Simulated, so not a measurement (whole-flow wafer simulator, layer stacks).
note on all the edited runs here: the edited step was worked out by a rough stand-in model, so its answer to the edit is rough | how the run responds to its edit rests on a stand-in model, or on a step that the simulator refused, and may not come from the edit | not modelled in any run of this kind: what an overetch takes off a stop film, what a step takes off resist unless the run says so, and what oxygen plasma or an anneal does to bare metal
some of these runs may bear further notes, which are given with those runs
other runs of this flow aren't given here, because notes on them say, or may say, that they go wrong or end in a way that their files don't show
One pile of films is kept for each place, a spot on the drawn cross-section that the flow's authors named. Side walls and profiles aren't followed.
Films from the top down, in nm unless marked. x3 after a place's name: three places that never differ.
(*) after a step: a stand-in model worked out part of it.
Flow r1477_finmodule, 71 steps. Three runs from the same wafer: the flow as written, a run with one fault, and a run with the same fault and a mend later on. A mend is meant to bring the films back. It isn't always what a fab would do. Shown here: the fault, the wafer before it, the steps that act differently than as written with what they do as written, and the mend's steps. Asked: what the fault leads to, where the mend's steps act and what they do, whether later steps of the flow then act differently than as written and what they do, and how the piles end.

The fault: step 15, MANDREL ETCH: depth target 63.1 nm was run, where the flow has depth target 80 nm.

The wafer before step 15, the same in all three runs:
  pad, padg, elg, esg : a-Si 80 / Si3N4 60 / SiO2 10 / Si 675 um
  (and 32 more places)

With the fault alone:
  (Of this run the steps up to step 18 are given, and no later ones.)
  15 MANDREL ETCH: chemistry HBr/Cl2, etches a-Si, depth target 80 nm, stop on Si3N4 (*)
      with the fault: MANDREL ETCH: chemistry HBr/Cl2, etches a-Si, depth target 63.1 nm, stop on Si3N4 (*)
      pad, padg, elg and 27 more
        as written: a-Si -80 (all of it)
        with the fault: a-Si -63.1
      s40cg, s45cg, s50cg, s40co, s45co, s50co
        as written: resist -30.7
        with the fault: resist -24.2
  Later steps of the flow that act differently than as written:
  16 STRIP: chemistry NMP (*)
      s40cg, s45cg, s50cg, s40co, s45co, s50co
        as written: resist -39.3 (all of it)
        with the fault: resist -45.8 (all of it)
  After step 18 the piles differ from the flow's by more than 2% or 0.5 nm, whichever is larger, at pad, padg, elg and 27 more.
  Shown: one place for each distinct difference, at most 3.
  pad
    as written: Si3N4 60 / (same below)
    with the fault: a-Si 16.9 / Si3N4 60 / (same below)

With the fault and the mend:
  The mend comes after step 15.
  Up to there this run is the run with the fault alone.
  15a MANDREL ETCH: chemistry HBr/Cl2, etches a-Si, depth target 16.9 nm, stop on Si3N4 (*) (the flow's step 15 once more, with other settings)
      pad, padg, elg and 27 more
        a-Si -16.9 (all of it)
      s40cg, s45cg, s50cg, s40co, s45co, s50co
        resist -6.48
  No later step of the flow acts differently than as written at any place that is followed.
  At the end the piles are the same as the flow's at every place that both follow.
